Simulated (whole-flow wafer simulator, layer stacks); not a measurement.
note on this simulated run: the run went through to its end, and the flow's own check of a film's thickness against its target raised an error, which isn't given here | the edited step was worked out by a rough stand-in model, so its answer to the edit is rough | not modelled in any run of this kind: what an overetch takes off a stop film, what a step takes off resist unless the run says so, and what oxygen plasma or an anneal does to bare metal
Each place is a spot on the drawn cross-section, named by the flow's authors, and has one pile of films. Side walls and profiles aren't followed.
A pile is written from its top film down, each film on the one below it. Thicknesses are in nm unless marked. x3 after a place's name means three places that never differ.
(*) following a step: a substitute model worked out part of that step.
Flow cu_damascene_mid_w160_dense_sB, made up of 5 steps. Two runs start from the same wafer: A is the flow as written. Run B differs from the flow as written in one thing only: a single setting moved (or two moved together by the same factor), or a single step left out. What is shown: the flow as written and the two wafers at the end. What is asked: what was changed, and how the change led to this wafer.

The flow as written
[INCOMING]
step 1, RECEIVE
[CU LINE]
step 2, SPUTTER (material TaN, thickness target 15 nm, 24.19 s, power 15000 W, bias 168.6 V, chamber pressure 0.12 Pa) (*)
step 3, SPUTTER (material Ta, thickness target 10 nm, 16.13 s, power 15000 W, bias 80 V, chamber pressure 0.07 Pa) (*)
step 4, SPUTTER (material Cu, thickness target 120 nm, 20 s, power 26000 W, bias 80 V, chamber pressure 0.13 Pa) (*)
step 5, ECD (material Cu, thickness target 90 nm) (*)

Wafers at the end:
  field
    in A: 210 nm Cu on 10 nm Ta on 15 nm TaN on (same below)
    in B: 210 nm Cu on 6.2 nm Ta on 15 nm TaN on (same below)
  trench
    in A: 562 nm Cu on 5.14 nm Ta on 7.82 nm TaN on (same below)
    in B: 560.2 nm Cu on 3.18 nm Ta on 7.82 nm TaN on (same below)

What caused this: step 3, SPUTTER: thickness target 6.2 nm was run, though the flow has thickness target 10 nm; step 3, SPUTTER: 10.08 s was run, where the flow has 16.13 s.
The wafer lets one read it off: field has Ta 6.2, and step 3 as written asks for 10 nm.

How this came from the change, step by step:
  step 3, SPUTTER (material Ta, thickness target 10 nm, 16.13 s, power 15000 W, bias 80 V, chamber pressure 0.07 Pa) (*)
      field: A +10 Ta (new film) | B +6.2 Ta (new film)
      trench: A +5.14 Ta (new film) | B +3.18 Ta (new film)
